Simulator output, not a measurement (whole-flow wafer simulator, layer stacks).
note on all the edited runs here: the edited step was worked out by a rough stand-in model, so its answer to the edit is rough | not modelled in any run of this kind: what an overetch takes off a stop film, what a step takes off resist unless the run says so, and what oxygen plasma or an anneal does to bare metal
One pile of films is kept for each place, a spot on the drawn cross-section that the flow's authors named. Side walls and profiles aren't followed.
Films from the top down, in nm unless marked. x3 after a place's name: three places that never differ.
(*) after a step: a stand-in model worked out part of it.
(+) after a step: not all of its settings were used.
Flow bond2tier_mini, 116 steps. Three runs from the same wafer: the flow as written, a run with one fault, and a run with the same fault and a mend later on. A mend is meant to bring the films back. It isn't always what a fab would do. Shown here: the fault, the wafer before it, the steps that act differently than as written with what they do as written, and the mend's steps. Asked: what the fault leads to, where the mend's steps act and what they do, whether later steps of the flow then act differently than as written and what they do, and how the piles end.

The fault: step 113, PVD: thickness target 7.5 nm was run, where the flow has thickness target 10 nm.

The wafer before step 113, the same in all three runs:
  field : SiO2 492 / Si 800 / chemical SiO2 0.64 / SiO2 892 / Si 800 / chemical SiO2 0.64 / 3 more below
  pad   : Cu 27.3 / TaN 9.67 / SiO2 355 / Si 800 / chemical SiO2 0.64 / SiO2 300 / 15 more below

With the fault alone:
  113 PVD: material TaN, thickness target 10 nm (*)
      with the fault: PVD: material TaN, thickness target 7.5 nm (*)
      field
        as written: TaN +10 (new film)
        with the fault: TaN +7.5 (new film)
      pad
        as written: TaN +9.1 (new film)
        with the fault: TaN +6.83 (new film)
  Later steps of the flow that act differently than as written (1 more step differs only slightly, by at most 2% or 0.5 nm, whichever is larger, and isn't shown):
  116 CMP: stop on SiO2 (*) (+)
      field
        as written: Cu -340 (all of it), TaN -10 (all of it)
        with the fault: Cu -340 (all of it), TaN -7.5 (all of it)
  At the end the piles differ from the flow's by more than 2% or 0.5 nm, whichever is larger, at pad.
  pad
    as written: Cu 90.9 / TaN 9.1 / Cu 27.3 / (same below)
    with the fault: Cu 93.2 / TaN 6.83 / Cu 27.3 / (same below)

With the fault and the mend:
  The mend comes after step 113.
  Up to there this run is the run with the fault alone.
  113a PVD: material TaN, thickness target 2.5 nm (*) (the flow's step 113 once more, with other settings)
      field
        TaN +2.5
      pad
        TaN +2.27
  No later step of the flow acts differently than as written at any place that is followed.
  At the end the piles are the same as the flow's at every place that both follow.
